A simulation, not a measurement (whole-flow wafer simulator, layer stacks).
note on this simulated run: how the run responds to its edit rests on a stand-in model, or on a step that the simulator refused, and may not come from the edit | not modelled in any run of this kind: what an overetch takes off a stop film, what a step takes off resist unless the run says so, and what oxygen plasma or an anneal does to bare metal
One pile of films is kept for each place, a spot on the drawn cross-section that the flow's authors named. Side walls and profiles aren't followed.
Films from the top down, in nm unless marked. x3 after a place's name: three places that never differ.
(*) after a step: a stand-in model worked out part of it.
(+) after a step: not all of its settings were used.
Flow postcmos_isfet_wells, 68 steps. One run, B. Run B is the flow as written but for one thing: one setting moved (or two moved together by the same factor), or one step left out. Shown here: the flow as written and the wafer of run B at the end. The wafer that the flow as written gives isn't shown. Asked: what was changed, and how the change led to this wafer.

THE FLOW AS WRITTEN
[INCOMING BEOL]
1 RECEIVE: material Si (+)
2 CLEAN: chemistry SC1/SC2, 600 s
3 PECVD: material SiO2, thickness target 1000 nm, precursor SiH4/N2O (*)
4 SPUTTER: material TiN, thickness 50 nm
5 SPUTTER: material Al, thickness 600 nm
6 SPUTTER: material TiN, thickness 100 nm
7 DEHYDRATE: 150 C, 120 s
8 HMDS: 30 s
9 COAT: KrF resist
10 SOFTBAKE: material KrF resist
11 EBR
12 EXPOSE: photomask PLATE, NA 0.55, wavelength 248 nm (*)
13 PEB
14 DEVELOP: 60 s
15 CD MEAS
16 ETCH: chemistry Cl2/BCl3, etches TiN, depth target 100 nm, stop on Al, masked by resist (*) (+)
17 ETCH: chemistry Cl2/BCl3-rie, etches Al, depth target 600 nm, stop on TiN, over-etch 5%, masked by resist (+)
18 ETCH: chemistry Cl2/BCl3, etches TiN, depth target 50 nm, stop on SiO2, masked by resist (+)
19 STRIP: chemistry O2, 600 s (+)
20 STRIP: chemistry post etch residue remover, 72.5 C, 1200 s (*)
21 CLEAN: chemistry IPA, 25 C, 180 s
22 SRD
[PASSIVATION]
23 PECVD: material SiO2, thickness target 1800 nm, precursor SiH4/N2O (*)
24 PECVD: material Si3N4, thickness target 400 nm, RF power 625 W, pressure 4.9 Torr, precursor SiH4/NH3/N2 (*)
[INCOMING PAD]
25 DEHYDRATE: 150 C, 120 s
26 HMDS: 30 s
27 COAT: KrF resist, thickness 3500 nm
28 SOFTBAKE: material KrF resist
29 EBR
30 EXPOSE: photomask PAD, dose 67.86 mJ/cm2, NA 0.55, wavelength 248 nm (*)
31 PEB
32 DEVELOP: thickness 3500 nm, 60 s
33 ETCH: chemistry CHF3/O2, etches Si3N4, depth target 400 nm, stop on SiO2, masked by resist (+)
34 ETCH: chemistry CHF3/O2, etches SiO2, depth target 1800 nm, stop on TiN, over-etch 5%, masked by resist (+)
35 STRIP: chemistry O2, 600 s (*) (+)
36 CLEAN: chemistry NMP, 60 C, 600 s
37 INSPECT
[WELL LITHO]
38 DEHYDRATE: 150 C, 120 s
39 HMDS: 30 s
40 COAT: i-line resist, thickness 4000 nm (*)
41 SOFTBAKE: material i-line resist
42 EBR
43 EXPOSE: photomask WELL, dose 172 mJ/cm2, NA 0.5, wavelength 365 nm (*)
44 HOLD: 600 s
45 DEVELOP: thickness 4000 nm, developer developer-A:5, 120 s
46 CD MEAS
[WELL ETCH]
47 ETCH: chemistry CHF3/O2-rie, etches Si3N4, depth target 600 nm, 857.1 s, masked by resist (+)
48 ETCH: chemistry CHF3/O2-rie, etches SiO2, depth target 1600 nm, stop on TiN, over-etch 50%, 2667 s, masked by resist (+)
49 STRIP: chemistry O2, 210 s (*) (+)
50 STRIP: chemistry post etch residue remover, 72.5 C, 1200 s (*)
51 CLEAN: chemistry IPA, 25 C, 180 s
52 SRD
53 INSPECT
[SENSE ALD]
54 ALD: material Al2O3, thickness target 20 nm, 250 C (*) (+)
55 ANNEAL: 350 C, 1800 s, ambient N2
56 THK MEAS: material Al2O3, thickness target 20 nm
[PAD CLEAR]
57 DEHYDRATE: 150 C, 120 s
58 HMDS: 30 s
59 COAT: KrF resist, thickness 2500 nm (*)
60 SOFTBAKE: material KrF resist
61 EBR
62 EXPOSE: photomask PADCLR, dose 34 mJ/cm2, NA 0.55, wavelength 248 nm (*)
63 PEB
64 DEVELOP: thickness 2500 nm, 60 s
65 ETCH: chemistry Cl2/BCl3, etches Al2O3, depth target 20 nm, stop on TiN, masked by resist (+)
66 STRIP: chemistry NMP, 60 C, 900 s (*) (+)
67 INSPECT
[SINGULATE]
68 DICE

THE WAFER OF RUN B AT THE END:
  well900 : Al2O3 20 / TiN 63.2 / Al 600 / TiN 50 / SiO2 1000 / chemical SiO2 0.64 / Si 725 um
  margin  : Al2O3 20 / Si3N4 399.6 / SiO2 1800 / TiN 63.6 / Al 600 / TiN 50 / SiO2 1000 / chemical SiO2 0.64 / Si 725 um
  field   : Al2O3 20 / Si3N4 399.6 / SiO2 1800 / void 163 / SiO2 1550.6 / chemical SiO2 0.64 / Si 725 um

The cause: step 6, SPUTTER: thickness 64 nm was run, where the flow has thickness 100 nm.

How the change led to this, step by step:
  6 SPUTTER: material TiN, thickness 100 nm
      field, margin, well900, well1300 x3, pad_rim, pad_clr, pad_open: TiN +64 (new film) (as written it would be: TiN +100 (new film))
  16 ETCH: chemistry Cl2/BCl3, etches TiN, depth target 100 nm, stop on Al, masked by resist (*) (+)
      margin, well900, well1300 x3, pad_rim, pad_clr, pad_open: KrF resist -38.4 (as written it would be: KrF resist -40)
      field: TiN -64 (all of it) (as written it would be: TiN -100 (all of it))
  23 PECVD: material SiO2, thickness target 1800 nm, precursor SiH4/N2O (*)
      field: SiO2 +1800 (new film), void +163 (new film), SiO2 +550.6 (as written it would be: SiO2 +1800 (new film), void +189.9 (new film), SiO2 +559.7)
